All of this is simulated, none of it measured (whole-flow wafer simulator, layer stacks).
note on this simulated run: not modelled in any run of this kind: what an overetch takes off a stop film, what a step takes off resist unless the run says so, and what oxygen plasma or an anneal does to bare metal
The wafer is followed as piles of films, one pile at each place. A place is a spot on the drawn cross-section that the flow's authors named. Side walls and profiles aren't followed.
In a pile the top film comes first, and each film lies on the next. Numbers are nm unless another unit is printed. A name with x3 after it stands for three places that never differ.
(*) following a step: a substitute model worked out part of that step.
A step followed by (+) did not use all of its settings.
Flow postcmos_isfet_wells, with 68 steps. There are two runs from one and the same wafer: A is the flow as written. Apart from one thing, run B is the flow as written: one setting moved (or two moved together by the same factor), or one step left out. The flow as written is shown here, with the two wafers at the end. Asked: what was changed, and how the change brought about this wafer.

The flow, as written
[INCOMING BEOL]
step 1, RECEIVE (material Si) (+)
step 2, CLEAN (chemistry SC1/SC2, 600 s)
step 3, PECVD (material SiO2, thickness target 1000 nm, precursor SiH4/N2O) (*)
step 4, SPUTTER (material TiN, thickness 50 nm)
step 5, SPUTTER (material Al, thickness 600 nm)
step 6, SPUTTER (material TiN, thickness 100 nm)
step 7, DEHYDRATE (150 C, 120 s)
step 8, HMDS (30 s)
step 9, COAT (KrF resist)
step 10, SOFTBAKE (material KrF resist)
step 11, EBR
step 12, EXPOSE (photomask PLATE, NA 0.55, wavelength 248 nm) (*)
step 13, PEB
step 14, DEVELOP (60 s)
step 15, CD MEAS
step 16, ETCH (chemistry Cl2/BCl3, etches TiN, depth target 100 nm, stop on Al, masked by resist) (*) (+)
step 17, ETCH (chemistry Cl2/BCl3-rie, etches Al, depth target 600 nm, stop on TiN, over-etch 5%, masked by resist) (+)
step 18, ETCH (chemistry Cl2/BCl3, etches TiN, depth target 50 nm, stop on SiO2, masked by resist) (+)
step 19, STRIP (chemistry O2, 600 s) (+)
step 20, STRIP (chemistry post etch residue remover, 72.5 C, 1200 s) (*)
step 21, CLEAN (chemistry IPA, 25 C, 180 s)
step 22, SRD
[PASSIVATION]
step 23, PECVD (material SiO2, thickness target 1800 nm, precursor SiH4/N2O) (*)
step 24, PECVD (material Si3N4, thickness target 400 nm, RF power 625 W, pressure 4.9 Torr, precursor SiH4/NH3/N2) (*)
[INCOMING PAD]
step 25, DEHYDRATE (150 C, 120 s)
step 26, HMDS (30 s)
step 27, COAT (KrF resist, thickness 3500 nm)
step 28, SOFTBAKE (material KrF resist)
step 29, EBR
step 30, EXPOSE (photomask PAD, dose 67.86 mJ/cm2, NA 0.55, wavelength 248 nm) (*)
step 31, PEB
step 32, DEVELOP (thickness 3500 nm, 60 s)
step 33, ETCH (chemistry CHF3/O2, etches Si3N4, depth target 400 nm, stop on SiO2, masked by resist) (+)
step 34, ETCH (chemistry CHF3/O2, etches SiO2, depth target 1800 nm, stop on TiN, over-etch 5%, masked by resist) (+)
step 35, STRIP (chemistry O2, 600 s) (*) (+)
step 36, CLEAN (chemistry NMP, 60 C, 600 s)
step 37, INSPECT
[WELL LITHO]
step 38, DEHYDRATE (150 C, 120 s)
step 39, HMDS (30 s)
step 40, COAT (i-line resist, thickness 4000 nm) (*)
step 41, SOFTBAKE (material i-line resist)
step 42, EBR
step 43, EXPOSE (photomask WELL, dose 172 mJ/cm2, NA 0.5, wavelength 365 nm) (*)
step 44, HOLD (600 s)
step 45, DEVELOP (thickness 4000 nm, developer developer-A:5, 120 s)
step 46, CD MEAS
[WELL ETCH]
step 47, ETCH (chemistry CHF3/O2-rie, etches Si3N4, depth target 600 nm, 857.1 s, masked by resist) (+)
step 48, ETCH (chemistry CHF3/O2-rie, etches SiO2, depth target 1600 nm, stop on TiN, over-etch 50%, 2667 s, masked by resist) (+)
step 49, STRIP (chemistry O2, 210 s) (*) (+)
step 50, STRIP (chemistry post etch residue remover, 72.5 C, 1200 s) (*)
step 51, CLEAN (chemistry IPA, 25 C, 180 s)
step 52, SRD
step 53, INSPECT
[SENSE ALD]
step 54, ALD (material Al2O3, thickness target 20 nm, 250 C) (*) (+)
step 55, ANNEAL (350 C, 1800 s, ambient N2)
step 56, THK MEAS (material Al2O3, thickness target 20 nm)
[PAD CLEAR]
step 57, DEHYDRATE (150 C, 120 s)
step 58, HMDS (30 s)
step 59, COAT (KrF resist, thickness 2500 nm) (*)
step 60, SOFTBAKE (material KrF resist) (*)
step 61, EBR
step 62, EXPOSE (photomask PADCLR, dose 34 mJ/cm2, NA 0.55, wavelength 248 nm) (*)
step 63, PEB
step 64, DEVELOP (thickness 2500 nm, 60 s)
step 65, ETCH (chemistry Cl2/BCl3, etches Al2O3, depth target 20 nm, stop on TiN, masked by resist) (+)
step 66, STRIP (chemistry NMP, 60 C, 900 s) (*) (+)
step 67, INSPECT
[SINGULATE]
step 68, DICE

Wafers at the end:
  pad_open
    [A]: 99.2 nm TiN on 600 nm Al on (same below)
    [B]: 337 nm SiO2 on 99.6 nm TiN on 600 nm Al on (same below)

The reason: step 34, ETCH: depth target 1463 nm was run, though the flow has depth target 1800 nm.

How this came from the change, step by step:
  step 34, ETCH (chemistry CHF3/O2, etches SiO2, depth target 1800 nm, stop on TiN, over-etch 5%, masked by resist) (+)
      pad_open: A SiO2 loses 1800 (all of it) | B SiO2 loses 1463
      field, margin, well900, well1300, well2000, well3000, pad_rim, pad_clr: A KrF resist loses 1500 | B KrF resist loses 1219.2
  step 35, STRIP (chemistry O2, 600 s) (*) (+)
      field, margin, well900, well1300, well2000, well3000, pad_rim, pad_clr: A KrF resist loses 1638.4 (all of it) | B KrF resist loses 1919.3 (all of it)
  step 40, COAT (i-line resist, thickness 4000 nm) (*)
      pad_clr: A i-line resist gains 3256.8 (new film) | B i-line resist gains 3363 (new film)
      pad_open: A i-line resist gains 4804.7 (new film) | B i-line resist gains 4683.3 (new film)
  step 41, SOFTBAKE (material i-line resist)
      pad_clr: A i-line resist loses 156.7 | B i-line resist loses 124
      pad_open: A i-line resist gains 115.3 | B i-line resist gains 100.2
  step 49, STRIP (chemistry O2, 210 s) (*) (+)
      pad_clr: A i-line resist loses 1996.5 (all of it) | B i-line resist loses 2135.4 (all of it)
      pad_open: A i-line resist loses 3816.3 (all of it) | B i-line resist loses 3679.8 (all of it)
  step 59, COAT (KrF resist, thickness 2500 nm) (*)
      pad_rim: A KrF resist gains 1976.4 (new film) | B KrF resist gains 2053.2 (new film)
      pad_clr: A KrF resist gains 1691.6 (new film) | B KrF resist gains 1805.3 (new film)
      (as well as at 1 more place)
  step 60, SOFTBAKE (material KrF resist) (*)
      pad_clr: A KrF resist loses 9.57 | B KrF resist loses 8.11
  step 64, DEVELOP (thickness 2500 nm, 60 s)
      pad_clr: A KrF resist loses 1682 (all of it) | B KrF resist loses 1797.2 (all of it)
      pad_open: A KrF resist loses 3067.2 (all of it) | B KrF resist loses 2982.2 (all of it)
  step 66, STRIP (chemistry NMP, 60 C, 900 s) (*) (+)
      pad_rim: A KrF resist loses 1937.7 (all of it) | B KrF resist loses 2014.2 (all of it)
